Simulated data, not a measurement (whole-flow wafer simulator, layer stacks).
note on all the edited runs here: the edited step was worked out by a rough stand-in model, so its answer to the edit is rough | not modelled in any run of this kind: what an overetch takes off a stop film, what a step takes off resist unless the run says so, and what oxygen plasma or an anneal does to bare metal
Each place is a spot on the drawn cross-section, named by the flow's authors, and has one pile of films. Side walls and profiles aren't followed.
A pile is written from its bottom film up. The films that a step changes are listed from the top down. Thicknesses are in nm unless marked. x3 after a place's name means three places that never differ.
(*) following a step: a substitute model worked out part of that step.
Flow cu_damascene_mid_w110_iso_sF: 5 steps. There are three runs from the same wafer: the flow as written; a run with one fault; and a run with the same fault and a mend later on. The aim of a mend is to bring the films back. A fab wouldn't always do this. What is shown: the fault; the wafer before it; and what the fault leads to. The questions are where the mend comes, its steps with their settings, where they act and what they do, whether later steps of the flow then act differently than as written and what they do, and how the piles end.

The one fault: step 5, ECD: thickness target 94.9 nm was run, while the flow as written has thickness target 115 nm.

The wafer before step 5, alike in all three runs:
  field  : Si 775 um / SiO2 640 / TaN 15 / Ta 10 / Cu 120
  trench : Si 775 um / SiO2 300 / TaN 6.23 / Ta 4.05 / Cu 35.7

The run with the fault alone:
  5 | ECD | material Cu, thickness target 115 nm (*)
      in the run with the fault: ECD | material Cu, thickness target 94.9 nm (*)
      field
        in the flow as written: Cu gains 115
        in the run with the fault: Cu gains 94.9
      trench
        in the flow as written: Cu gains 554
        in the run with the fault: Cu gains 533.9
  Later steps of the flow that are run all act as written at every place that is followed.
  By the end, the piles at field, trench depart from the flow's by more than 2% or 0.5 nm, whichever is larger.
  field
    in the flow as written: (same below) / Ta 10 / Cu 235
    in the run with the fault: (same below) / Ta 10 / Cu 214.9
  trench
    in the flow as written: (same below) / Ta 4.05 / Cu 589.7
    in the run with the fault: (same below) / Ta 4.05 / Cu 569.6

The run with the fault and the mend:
  The mend follows step 5.
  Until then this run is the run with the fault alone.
  5a | ECD | material Cu, thickness target 20.1 nm (the flow's step 5 again, with other settings)
      field, trench
        Cu gains 20.1
  Later steps of the flow that are run all act as written at every place that is followed.
  The piles end the same as the flow's at every place that both follow.
